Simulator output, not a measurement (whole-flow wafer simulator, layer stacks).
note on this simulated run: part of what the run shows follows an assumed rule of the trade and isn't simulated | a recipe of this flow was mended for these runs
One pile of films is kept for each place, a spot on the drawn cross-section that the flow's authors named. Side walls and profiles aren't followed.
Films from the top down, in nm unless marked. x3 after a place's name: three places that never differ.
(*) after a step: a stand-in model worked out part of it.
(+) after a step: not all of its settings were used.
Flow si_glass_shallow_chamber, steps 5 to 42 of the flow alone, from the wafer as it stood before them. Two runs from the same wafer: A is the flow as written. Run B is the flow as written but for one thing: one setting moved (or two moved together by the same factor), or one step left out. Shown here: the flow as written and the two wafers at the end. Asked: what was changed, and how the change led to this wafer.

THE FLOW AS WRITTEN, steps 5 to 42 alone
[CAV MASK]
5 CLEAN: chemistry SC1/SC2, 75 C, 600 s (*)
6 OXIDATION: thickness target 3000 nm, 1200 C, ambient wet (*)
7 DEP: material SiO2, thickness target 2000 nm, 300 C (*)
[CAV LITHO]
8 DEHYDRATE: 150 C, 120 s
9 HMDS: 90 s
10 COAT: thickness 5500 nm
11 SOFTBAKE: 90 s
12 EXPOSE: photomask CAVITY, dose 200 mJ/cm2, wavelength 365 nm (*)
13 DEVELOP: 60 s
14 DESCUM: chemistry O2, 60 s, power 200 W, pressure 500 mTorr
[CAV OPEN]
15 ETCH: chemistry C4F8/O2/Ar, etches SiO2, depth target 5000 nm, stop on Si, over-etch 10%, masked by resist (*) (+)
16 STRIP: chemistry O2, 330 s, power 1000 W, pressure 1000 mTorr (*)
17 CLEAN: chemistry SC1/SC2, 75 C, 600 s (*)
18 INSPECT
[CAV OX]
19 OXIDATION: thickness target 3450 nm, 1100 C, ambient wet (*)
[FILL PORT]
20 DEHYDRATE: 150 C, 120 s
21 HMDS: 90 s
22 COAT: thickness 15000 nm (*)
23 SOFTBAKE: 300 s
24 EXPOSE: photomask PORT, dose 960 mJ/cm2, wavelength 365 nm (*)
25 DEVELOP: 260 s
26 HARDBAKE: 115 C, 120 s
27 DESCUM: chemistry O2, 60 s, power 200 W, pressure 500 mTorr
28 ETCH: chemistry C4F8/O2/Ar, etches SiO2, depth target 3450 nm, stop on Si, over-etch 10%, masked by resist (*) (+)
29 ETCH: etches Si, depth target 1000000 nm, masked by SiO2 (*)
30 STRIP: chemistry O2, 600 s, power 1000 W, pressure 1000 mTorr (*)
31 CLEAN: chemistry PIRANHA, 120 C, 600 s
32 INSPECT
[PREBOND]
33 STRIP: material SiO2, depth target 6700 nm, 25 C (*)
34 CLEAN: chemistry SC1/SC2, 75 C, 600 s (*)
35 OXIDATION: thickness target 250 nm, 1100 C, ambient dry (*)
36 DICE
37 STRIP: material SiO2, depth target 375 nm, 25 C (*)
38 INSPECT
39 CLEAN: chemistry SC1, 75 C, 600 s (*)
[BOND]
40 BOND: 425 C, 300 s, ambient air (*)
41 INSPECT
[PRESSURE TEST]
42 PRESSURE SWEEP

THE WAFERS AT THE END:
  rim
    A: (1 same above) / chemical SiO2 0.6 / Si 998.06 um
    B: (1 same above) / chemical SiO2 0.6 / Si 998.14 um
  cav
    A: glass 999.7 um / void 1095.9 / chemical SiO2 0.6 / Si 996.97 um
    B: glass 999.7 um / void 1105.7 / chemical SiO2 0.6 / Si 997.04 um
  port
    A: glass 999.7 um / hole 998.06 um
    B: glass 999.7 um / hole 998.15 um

The cause: step 6, OXIDATION: thickness target 2775 nm was run, where the flow has thickness target 3000 nm.

How the change led to this, step by step:
  6 OXIDATION: thickness target 3000 nm, 1200 C, ambient wet (*)
      rim, ramp, cav, port, septum, ring: A SiO2 +3000 (new film), chemical SiO2 -0.6 (all of it), Si -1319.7 | B SiO2 +2775 (new film), chemical SiO2 -0.6 (all of it), Si -1220.7
  15 ETCH: chemistry C4F8/O2/Ar, etches SiO2, depth target 5000 nm, stop on Si, over-etch 10%, masked by resist (*) (+)
      rim, ramp, septum, ring: A thick-i-line-resist -1100 | B thick-i-line-resist -1050.5
      cav, port: A SiO2 -5000 (all of it), Si -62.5 | B SiO2 -4775 (all of it), Si -90.6
  19 OXIDATION: thickness target 3450 nm, 1100 C, ambient wet (*)
      rim, ramp, septum, ring: A SiO2 +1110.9, Si -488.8 | B SiO2 +1152.6, Si -507.1
  22 COAT: thickness 15000 nm (*)
      rim: A thick-i-line-resist +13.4 um (new film) | B thick-i-line-resist +13.47 um (new film)
      ramp: A thick-i-line-resist +12.89 um (new film) | B thick-i-line-resist +12.99 um (new film)
      (and at 3 more places)
  23 SOFTBAKE: 300 s
      rim: A thick-i-line-resist -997 | B thick-i-line-resist -948.2
      ramp: A thick-i-line-resist -487.1 | B thick-i-line-resist -461.4
      (and at 4 more places)
  25 DEVELOP: 260 s
      port: A thick-i-line-resist -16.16 um (all of it) | B thick-i-line-resist -16.1 um (all of it)
  29 ETCH: etches Si, depth target 1000000 nm, masked by SiO2 (*)
      rim, ramp: A thick-i-line-resist -11.47 um (all of it), SiO2 -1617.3 | B thick-i-line-resist -11.59 um (all of it), SiO2 -1554
      port: A hole +997.05 um (new film), Si -997.05 um (all of it) | B hole +997.12 um (new film), Si -997.12 um (all of it)
      (and at 2 more places)
  30 STRIP: chemistry O2, 600 s, power 1000 W, pressure 1000 mTorr (*)
      cav: A thick-i-line-resist -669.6 (all of it) | B thick-i-line-resist -616.9 (all of it)
  33 STRIP: material SiO2, depth target 6700 nm, 25 C (*)
      rim, ramp: A SiO2 -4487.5 (all of it) | B SiO2 -4367.5 (all of it)
      septum: A SiO2 -5732.1 (all of it) | B SiO2 -5554.3 (all of it)
      (and at 1 more place)
